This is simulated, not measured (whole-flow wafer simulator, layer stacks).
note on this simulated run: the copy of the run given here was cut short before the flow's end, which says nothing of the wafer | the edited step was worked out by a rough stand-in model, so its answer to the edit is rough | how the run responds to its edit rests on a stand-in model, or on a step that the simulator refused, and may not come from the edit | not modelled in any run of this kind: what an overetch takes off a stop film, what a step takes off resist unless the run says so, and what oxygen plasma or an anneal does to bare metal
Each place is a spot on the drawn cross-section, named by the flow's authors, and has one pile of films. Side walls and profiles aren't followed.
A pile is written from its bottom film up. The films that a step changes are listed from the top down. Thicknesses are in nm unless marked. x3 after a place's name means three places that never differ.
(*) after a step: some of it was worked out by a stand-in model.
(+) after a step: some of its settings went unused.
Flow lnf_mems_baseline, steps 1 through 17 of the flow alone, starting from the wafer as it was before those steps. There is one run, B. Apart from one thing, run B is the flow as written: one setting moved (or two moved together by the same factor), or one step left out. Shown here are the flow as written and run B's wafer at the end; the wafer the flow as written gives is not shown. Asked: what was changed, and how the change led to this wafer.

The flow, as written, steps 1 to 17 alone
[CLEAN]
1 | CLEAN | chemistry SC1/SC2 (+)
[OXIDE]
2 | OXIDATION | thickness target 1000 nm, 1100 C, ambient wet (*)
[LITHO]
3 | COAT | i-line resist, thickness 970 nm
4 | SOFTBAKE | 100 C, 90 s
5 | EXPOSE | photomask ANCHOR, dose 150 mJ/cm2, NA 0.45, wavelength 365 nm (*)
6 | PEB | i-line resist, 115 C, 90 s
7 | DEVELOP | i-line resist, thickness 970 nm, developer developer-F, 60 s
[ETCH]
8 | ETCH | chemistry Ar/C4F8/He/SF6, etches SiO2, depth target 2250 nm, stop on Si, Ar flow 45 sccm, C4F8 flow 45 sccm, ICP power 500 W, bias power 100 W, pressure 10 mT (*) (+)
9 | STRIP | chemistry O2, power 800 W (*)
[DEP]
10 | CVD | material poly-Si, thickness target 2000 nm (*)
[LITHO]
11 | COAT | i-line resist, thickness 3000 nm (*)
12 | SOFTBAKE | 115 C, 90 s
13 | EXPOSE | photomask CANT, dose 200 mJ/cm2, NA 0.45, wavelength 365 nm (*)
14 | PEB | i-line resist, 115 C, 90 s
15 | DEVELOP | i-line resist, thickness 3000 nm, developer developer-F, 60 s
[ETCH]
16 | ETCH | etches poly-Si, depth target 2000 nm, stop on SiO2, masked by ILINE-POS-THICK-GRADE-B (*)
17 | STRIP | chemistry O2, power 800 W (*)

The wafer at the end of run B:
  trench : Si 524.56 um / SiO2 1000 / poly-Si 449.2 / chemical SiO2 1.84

What caused this: step 16, ETCH: depth target 1550 nm was run, though the flow has depth target 2000 nm.

Step by step, how the change led to this:
  16 | ETCH | etches poly-Si, depth target 2000 nm, stop on SiO2, masked by ILINE-POS-THICK-GRADE-B (*)
      trench, char_slit: poly-Si loses 1550 (in the flow as written it would be: poly-Si loses 2000 (all of it))
      field, anchor, beam: i-line resist loses 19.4 (in the flow as written it would be: i-line resist loses 25)
  17 | STRIP | chemistry O2, power 800 W (*)
      trench, char_slit: chemical SiO2 gains 1.84 (new film), poly-Si loses 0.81 (in the flow as written it would be: nothing)
